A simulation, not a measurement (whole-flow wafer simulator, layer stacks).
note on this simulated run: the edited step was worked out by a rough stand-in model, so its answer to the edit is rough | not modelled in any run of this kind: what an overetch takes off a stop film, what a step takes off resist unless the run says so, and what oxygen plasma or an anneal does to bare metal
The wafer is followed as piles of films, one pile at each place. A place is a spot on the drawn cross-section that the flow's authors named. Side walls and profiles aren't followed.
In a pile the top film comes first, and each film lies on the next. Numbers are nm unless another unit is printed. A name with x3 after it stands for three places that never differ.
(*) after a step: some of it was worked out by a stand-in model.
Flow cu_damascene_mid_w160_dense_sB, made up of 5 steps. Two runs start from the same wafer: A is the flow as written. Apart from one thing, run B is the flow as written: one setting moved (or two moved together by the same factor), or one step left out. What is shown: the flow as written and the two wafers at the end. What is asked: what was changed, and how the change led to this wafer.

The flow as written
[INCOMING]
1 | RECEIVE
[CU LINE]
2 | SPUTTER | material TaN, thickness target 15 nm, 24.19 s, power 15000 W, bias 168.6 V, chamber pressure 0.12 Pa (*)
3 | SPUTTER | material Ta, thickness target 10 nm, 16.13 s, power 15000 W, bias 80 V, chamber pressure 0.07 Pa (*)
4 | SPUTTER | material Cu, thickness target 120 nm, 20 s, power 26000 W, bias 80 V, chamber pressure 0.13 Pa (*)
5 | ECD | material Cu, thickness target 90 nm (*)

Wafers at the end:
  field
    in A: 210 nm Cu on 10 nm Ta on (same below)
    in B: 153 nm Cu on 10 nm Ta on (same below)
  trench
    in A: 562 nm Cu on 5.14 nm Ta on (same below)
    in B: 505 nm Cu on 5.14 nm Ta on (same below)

What caused this: step 4, SPUTTER: thickness target 63 nm was run, while the flow as written has thickness target 120 nm; step 4, SPUTTER: 10.5 s was run, where the flow has 20 s.

The path from the change to this, step by step:
  4 | SPUTTER | material Cu, thickness target 120 nm, 20 s, power 26000 W, bias 80 V, chamber pressure 0.13 Pa (*)
      field: A +120 Cu (new film) | B +63 Cu (new film)
      trench: A +62 Cu (new film) | B +32.6 Cu (new film)
  5 | ECD | material Cu, thickness target 90 nm (*)
      trench: A +500 Cu | B +472.5 Cu
